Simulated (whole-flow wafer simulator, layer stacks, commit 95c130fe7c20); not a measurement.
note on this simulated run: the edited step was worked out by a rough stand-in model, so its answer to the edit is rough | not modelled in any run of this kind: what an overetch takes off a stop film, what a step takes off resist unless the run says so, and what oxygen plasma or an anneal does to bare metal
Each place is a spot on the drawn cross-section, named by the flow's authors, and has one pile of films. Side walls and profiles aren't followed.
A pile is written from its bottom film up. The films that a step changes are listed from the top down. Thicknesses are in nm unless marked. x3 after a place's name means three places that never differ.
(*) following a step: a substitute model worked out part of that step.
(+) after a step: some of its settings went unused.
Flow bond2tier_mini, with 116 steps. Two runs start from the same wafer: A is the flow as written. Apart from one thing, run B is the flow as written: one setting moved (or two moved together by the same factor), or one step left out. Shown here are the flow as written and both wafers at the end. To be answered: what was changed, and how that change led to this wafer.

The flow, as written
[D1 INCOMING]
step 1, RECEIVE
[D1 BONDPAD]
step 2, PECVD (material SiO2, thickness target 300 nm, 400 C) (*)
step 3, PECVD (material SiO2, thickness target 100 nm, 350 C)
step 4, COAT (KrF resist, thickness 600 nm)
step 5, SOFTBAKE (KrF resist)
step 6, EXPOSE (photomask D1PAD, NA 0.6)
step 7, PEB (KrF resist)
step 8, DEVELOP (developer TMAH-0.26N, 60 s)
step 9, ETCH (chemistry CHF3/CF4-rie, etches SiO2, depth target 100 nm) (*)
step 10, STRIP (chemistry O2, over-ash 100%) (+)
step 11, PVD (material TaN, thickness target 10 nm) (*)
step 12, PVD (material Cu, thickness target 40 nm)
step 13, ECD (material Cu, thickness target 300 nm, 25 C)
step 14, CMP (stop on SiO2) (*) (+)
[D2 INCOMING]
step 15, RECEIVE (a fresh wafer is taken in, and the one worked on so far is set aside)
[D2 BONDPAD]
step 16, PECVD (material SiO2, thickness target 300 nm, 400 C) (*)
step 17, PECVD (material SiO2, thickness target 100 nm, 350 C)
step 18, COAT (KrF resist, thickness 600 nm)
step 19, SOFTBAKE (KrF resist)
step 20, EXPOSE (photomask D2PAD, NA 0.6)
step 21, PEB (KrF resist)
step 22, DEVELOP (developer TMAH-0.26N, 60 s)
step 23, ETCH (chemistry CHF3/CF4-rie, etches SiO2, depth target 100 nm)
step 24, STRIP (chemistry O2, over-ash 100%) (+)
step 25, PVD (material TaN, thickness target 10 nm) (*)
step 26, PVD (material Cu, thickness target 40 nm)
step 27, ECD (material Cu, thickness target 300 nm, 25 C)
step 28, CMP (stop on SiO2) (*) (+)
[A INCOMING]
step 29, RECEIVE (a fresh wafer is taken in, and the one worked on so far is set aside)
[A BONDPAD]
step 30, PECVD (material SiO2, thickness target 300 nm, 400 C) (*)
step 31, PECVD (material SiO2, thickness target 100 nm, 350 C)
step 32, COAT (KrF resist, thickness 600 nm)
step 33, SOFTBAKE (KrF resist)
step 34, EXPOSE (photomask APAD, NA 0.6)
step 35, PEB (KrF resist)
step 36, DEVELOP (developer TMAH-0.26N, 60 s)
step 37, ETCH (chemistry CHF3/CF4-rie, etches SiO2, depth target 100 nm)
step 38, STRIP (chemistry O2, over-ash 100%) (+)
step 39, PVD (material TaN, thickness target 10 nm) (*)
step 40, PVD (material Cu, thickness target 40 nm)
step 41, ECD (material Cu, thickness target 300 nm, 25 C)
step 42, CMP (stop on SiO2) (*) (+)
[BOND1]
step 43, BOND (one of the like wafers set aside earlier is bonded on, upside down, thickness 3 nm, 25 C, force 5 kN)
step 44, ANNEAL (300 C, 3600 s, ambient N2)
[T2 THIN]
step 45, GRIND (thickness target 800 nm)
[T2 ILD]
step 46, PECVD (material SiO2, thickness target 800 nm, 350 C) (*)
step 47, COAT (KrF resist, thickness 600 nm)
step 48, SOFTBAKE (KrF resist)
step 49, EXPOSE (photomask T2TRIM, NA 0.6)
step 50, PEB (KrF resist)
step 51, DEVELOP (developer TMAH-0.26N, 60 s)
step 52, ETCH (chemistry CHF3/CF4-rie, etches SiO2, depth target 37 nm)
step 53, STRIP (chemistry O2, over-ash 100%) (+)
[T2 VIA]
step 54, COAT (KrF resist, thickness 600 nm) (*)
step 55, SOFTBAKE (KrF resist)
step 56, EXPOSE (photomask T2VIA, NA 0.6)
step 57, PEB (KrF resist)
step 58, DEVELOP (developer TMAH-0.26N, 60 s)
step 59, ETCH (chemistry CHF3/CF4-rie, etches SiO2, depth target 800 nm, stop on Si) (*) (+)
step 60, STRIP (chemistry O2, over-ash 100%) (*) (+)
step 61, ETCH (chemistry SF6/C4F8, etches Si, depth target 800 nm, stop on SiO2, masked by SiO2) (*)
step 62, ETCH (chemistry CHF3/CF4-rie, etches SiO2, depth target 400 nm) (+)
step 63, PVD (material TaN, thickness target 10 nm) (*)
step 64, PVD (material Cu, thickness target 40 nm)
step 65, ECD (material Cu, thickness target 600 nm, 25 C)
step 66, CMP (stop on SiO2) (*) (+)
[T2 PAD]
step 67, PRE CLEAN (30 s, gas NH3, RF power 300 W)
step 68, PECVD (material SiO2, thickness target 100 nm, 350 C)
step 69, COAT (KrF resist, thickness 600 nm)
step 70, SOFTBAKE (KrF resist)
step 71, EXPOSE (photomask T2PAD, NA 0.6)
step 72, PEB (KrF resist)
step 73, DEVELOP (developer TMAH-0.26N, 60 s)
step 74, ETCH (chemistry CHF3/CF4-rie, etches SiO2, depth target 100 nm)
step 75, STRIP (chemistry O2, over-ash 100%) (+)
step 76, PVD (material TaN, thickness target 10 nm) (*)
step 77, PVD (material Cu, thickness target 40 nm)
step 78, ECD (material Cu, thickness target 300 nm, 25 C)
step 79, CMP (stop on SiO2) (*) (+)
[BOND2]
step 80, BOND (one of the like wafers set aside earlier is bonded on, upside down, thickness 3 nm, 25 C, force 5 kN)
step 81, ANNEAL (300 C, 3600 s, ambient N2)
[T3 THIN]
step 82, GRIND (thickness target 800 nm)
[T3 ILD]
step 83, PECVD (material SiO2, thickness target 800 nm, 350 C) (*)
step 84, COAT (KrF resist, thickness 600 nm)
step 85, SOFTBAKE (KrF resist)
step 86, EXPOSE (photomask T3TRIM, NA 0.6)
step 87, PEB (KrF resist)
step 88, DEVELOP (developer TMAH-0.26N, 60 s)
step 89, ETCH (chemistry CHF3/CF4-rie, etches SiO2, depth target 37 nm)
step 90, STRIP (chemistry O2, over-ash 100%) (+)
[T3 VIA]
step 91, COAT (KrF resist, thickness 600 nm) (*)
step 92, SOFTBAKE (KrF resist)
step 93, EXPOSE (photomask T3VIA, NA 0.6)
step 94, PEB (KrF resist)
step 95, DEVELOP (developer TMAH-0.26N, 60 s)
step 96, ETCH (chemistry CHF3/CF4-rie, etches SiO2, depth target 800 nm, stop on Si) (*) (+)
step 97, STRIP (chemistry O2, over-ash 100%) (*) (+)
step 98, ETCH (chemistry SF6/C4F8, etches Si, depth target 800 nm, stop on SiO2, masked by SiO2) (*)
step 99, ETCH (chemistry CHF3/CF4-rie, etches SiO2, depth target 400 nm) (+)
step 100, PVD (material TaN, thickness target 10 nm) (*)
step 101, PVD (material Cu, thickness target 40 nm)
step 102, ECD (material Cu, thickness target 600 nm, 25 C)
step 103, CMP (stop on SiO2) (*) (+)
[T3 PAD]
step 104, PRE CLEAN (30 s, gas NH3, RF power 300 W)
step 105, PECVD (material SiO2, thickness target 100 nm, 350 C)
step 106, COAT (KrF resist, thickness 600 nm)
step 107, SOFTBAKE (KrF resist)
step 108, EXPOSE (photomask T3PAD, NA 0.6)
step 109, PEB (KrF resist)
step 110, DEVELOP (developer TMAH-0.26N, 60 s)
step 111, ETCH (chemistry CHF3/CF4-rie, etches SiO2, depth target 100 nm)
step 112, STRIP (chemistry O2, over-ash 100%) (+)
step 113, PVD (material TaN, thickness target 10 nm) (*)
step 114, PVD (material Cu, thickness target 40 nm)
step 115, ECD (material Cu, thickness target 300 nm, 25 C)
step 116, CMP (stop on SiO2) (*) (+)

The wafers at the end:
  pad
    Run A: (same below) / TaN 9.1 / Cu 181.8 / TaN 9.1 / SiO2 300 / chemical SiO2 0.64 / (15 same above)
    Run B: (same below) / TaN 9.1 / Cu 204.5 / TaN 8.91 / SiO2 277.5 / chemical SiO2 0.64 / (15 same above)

Cause: step 9, ETCH: depth target 122.5 nm was run, while the flow as written has depth target 100 nm.

How this came from the change, step by step:
  step 9, ETCH (chemistry CHF3/CF4-rie, etches SiO2, depth target 100 nm) (*)
      pad, via: A SiO2 loses 100 | B SiO2 loses 122.5
      field: A KrF resist loses 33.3 | B KrF resist loses 40.8
  step 12, PVD (material Cu, thickness target 40 nm)
      pad: A Cu gains 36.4 (new film) | B Cu gains 35.6 (new film)
  step 13, ECD (material Cu, thickness target 300 nm, 25 C)
      pad: A Cu gains 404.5 | B Cu gains 427.9
      via: A Cu gains 400.2 | B Cu gains 422.8
  step 43, BOND (one of the like wafers set aside earlier is bonded on, upside down, thickness 3 nm, 25 C, force 5 kN)
      pad: A Si gains 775 um (new film), chemical SiO2 gains 0.64 (new film), SiO2 gains 300 (new film), TaN gains 9.1 (new film), Cu gains 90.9 | B Si gains 775 um (new film), chemical SiO2 gains 0.64 (new film), SiO2 gains 277.5 (new film), TaN gains 8.91 (new film), Cu gains 113.6
      via: A Si gains 775 um (new film), chemical SiO2 gains 0.64 (new film), SiO2 gains 300 (new film), TaN gains 9.97 (new film), Cu gains 90 | B Si gains 775 um (new film), chemical SiO2 gains 0.64 (new film), SiO2 gains 277.5 (new film), TaN gains 9.95 (new film), Cu gains 112.5
